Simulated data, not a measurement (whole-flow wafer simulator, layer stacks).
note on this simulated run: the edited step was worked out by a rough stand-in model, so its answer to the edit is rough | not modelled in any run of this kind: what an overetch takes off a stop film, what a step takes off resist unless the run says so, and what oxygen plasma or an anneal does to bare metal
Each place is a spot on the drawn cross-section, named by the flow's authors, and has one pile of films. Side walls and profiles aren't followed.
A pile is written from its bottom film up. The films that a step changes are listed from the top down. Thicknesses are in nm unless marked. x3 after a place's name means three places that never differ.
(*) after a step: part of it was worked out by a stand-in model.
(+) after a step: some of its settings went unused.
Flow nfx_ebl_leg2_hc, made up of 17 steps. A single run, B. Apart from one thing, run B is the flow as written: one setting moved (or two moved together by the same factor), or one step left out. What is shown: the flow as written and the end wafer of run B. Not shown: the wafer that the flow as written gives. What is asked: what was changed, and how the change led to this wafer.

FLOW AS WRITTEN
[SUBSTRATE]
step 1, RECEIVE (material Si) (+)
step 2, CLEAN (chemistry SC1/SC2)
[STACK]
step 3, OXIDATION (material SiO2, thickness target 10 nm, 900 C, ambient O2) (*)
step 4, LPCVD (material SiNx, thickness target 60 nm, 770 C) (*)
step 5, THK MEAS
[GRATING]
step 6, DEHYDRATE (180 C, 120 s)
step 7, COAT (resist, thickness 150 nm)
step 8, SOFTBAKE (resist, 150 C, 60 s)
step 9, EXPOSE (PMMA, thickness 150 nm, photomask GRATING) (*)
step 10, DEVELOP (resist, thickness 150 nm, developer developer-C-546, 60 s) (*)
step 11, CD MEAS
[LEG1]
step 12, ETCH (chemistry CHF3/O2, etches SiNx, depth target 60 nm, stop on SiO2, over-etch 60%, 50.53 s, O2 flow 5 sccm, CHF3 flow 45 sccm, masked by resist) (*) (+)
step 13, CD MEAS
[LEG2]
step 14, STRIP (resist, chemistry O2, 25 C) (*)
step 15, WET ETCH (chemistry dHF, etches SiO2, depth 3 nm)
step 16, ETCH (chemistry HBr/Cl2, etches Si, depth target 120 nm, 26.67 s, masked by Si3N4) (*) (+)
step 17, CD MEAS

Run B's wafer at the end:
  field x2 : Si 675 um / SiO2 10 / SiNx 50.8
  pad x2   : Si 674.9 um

What caused this: step 16, ETCH: depth target 96.7 nm was run, while the flow as written has depth target 120 nm; step 16, ETCH: 21.49 s was run, where the flow has 26.67 s.

Step by step, how the change led to this:
  step 16, ETCH (chemistry HBr/Cl2, etches Si, depth target 120 nm, 26.67 s, masked by Si3N4) (*) (+)
      field x2: -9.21 SiNx (it would be, as written: -11.4 SiNx)
      pad x2: -96.7 Si (it would be, as written: -120 Si)
